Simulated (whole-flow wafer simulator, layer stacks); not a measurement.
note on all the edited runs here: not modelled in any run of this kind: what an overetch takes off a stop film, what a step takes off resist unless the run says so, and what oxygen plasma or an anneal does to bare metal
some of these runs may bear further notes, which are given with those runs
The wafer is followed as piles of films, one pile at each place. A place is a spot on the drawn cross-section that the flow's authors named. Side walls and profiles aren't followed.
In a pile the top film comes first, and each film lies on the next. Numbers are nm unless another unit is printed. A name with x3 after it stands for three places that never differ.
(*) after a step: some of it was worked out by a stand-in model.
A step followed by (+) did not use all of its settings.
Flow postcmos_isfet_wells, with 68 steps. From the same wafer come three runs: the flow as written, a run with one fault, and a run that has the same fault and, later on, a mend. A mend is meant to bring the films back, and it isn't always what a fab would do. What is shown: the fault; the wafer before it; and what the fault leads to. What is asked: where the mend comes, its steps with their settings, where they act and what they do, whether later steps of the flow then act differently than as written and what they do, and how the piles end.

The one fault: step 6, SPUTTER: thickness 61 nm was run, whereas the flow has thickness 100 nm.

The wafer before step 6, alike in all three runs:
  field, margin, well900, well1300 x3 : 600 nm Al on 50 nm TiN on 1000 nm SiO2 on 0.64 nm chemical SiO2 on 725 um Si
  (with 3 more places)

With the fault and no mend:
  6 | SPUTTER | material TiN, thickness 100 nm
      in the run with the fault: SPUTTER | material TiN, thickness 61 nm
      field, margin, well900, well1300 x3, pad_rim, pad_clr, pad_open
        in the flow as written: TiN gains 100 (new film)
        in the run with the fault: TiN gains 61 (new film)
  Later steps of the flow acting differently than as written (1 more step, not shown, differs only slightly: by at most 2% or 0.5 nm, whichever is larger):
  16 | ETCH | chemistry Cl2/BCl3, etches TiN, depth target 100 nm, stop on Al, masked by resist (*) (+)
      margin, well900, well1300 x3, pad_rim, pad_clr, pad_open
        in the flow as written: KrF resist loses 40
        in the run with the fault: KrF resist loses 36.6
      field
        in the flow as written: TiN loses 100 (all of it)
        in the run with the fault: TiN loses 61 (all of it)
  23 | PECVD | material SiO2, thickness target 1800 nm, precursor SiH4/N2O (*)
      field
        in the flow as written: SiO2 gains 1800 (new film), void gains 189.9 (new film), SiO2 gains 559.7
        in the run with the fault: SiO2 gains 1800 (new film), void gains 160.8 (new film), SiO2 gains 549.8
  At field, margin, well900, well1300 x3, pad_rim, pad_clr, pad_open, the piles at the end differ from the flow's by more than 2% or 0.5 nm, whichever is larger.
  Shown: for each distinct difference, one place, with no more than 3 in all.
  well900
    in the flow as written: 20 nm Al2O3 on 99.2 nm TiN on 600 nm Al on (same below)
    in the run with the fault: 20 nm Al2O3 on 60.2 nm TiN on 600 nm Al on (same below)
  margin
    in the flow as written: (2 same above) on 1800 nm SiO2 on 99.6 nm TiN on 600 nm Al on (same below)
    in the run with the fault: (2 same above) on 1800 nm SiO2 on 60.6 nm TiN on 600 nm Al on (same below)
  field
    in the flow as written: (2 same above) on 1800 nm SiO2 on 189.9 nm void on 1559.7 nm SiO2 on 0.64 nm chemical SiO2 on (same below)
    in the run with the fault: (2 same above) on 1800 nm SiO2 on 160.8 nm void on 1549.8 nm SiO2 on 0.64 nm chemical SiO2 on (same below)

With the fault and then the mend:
  After step 15 comes the mend.
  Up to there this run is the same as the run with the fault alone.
  15a | STRIP | chemistry O2, 600 s (+)
      margin, well900, well1300 x3, pad_rim, pad_clr, pad_open
        KrF resist loses 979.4 (all of it)
  15b | SPUTTER | material TiN, thickness 39 nm (a further turn of the flow's step 6, with different settings)
      field, margin, well900, well1300 x3, pad_rim, pad_clr, pad_open
        TiN gains 39
  15c | HMDS | 30 s (a further turn of the flow's step 8)
      leaves every film unchanged at each place that is followed
  15d | COAT | KrF resist (a further turn of the flow's step 9)
      field, margin, well900, well1300 x3, pad_rim, pad_clr, pad_open
        KrF resist gains 1000 (new film)
  15e | SOFTBAKE | material KrF resist (a further turn of the flow's step 10)
      leaves every film unchanged at each place that is followed
  15f | EBR (a further turn of the flow's step 11)
      leaves every film unchanged at each place that is followed
  15g | EXPOSE | photomask PLATE, NA 0.55, wavelength 248 nm (*) (a further turn of the flow's step 12)
      leaves every film unchanged at each place that is followed
  15h | PEB (a further turn of the flow's step 13)
      field, margin, well900, well1300 x3, pad_rim, pad_clr, pad_open
        KrF resist loses 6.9
  15i | DEVELOP | 60 s (a further turn of the flow's step 14)
      margin, well900, well1300 x3, pad_rim, pad_clr, pad_open
        KrF resist loses 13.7
      field
        KrF resist loses 993.1 (all of it)
  Every later step of the flow that is run acts as written at every place that is followed.
  The piles end the same as the flow's at every place that both follow.
